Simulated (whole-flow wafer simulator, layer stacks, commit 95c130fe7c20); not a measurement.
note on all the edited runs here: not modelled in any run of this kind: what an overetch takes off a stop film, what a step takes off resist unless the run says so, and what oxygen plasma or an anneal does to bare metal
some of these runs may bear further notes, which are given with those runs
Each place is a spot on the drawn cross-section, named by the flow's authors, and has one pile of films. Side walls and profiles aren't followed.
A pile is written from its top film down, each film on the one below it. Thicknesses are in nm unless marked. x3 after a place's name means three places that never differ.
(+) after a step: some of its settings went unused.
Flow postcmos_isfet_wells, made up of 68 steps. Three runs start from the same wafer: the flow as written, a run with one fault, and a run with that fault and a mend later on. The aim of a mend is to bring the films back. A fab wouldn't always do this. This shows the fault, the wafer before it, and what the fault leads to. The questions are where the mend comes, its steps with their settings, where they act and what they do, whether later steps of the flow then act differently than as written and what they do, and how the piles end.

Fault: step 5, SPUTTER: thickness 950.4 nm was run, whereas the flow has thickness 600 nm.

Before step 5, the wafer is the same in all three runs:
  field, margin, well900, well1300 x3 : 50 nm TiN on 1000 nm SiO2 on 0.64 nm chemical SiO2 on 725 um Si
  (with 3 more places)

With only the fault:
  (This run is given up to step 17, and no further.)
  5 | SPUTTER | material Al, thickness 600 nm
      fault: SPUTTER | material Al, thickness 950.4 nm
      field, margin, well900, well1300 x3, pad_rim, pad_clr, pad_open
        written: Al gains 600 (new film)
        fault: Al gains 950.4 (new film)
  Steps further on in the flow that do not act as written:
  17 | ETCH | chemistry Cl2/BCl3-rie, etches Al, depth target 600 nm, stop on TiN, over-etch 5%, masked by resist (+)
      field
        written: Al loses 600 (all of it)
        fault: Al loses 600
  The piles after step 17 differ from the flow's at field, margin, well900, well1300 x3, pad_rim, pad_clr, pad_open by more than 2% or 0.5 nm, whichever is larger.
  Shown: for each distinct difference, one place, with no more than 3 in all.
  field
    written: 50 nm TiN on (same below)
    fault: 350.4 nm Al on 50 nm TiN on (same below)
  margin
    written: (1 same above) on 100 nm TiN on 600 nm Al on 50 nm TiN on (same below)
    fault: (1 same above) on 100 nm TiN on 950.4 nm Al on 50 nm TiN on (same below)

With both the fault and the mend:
  The mend stands after step 5.
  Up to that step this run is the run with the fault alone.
  5a | ETCH | chemistry al pan, depth target 1093 nm
      field, margin, well900, well1300 x3, pad_rim, pad_clr, pad_open
        Al loses 950.4 (all of it)
  5b | SPUTTER | material Al, thickness 600 nm (the flow's step 5, run once more)
      field, margin, well900, well1300 x3, pad_rim, pad_clr, pad_open
        Al gains 600 (new film)
  Later steps of the flow that are run all act as written at every place that is followed.
  At every place that both follow, the piles at the end match the flow's.
